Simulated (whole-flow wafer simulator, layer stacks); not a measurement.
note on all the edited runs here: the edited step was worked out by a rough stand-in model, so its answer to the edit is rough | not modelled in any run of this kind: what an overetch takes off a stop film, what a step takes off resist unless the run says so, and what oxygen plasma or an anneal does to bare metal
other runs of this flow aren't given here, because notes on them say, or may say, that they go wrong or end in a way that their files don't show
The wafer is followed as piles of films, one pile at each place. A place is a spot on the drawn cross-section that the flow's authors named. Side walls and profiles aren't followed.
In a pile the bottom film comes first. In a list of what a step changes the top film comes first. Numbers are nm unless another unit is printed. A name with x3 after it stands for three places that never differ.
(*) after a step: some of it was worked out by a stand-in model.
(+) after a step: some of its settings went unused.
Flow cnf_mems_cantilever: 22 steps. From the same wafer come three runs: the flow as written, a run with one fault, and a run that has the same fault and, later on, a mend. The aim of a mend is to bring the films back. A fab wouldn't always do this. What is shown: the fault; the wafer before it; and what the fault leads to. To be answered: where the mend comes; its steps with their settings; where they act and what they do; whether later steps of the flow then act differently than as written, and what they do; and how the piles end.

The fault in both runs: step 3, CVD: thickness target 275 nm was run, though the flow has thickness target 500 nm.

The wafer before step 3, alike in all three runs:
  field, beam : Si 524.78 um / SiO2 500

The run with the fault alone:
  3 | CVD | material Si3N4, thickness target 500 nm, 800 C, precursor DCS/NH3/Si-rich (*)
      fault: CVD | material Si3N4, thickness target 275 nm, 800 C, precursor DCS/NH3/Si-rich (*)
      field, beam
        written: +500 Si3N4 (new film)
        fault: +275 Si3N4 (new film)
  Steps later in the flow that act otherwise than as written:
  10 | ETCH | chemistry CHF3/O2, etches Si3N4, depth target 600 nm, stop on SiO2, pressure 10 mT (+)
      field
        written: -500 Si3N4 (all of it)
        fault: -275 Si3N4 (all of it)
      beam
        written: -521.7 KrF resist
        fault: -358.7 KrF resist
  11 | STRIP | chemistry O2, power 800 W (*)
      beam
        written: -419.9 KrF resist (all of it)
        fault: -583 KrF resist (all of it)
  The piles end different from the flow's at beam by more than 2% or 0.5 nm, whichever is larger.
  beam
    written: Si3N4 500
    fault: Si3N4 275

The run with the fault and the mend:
  The mend follows step 3.
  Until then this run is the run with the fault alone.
  3a | CVD | material Si3N4, thickness target 225 nm, 800 C, precursor DCS/NH3/Si-rich (*) (the flow's step 3, run once more with other settings)
      field, beam
        +225 Si3N4
  None of the later steps of the flow acts differently than as written at any place that is followed.
  At every place that both follow, the piles at the end match the flow's.
